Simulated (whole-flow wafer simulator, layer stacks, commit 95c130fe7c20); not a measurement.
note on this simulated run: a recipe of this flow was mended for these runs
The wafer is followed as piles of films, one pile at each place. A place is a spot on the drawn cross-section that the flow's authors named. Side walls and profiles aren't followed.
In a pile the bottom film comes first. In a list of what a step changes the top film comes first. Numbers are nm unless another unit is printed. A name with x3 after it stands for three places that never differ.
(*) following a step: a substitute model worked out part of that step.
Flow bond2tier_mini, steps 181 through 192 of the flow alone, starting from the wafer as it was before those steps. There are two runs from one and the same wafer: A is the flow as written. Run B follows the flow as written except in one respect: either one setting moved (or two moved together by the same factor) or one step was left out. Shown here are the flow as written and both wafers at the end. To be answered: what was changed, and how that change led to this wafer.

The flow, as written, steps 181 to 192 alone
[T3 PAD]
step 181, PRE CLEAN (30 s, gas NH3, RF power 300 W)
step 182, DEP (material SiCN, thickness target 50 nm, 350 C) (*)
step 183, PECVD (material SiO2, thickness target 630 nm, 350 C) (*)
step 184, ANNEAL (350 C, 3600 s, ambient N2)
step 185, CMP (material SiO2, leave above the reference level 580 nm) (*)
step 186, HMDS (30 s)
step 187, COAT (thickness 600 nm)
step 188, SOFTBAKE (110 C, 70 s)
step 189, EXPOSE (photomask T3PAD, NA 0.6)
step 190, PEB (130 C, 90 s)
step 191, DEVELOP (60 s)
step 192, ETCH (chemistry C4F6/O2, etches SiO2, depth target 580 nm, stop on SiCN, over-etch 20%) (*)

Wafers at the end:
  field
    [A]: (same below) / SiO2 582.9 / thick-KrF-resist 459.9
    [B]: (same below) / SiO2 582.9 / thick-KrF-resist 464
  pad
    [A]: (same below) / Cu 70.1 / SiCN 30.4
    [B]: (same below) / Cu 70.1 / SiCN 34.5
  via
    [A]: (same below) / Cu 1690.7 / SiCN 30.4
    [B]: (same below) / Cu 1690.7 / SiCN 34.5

The reason: step 192, ETCH: over-etch 15.8% was run, though the flow has over-etch 20%.

How this came from the change, step by step:
  step 192, ETCH (chemistry C4F6/O2, etches SiO2, depth target 580 nm, stop on SiCN, over-etch 20%) (*)
      pad, via: A SiO2 loses 580 (all of it), SiCN loses 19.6 | B SiO2 loses 580 (all of it), SiCN loses 15.5
      field: A thick-KrF-resist loses 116 | B thick-KrF-resist loses 111.9
